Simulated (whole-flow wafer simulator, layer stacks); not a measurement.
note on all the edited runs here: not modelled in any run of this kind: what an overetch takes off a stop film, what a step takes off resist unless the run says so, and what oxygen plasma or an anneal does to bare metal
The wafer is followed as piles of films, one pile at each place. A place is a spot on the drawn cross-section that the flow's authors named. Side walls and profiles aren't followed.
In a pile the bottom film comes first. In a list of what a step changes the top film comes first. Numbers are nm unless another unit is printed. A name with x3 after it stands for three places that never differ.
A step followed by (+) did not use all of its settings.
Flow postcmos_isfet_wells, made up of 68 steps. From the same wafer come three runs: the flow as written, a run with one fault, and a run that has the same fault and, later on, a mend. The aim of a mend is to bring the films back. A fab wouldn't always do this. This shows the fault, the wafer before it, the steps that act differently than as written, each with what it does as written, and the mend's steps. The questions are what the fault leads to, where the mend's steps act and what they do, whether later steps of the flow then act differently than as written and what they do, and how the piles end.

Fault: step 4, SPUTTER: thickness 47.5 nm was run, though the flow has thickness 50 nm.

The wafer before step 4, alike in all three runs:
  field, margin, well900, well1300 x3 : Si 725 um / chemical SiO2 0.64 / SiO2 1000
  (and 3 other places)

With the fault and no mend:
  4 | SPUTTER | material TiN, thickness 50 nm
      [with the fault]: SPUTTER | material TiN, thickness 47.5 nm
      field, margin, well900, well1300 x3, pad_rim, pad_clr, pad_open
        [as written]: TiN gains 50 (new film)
        [with the fault]: TiN gains 47.5 (new film)
  Steps later in the flow that act otherwise than as written (1 more step, not shown, differs only slightly: by at most 2% or 0.5 nm, whichever is larger):
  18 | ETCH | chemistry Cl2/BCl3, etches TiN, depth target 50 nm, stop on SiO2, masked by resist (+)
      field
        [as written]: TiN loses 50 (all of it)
        [with the fault]: TiN loses 47.5 (all of it)
  At margin, well900, well1300 x3, pad_rim, pad_clr, pad_open, the piles at the end differ from the flow's by more than 2% or 0.5 nm, whichever is larger.
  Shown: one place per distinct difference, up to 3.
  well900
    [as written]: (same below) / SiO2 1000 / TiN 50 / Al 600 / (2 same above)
    [with the fault]: (same below) / SiO2 1000 / TiN 47.5 / Al 600 / (2 same above)
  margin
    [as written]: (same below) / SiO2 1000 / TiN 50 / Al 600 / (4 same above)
    [with the fault]: (same below) / SiO2 1000 / TiN 47.5 / Al 600 / (4 same above)
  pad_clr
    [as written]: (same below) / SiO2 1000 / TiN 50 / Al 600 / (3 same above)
    [with the fault]: (same below) / SiO2 1000 / TiN 47.5 / Al 600 / (3 same above)

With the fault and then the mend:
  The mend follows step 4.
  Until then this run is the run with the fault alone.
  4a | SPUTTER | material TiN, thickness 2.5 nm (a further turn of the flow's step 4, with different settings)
      field, margin, well900, well1300 x3, pad_rim, pad_clr, pad_open
        TiN gains 2.5
  None of the later steps of the flow acts differently than as written at any place that is followed.
  At every place that both follow, the piles at the end match the flow's.
